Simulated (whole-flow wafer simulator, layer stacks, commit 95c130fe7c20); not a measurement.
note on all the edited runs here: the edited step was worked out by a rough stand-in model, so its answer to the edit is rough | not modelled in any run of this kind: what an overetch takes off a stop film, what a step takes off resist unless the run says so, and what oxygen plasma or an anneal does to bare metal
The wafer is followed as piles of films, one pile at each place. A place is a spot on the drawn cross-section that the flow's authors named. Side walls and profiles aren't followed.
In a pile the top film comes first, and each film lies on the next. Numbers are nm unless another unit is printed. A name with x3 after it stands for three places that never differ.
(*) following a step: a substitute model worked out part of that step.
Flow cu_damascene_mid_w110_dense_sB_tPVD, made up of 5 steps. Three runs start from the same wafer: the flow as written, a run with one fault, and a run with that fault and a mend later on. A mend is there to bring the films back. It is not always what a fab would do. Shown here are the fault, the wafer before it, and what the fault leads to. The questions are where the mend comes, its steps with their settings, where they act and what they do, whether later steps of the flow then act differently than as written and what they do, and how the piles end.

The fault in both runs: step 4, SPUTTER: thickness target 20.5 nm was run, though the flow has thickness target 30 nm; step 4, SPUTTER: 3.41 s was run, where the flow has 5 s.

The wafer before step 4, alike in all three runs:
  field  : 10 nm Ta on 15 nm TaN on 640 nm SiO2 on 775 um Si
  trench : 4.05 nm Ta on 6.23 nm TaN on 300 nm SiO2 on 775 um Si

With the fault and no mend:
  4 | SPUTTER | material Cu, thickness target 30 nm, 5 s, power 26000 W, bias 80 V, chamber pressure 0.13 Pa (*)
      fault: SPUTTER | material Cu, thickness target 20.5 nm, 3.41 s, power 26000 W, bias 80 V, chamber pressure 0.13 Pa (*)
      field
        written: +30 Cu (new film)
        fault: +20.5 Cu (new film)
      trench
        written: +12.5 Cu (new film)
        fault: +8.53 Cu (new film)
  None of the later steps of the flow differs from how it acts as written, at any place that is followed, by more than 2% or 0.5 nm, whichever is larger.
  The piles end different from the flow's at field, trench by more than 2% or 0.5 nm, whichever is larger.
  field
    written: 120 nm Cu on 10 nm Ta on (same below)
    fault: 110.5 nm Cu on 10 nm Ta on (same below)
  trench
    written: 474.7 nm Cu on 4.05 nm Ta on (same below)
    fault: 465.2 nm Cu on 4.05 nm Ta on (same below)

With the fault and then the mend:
  The mend follows step 4.
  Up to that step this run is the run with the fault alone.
  4a | SPUTTER | material Cu, thickness target 9.6 nm, 1.593 s, power 26000 W, bias 80 V, chamber pressure 0.13 Pa (*) (the flow's step 4, run once more with other settings)
      field
        +9.6 Cu
      trench
        +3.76 Cu
  None of the later steps of the flow differs from how it acts as written, at any place that is followed, by more than 2% or 0.5 nm, whichever is larger.
  When the end is reached, the piles differ only a little from the flow's at the places that both follow, at most by 2% or 0.5 nm, whichever is larger.
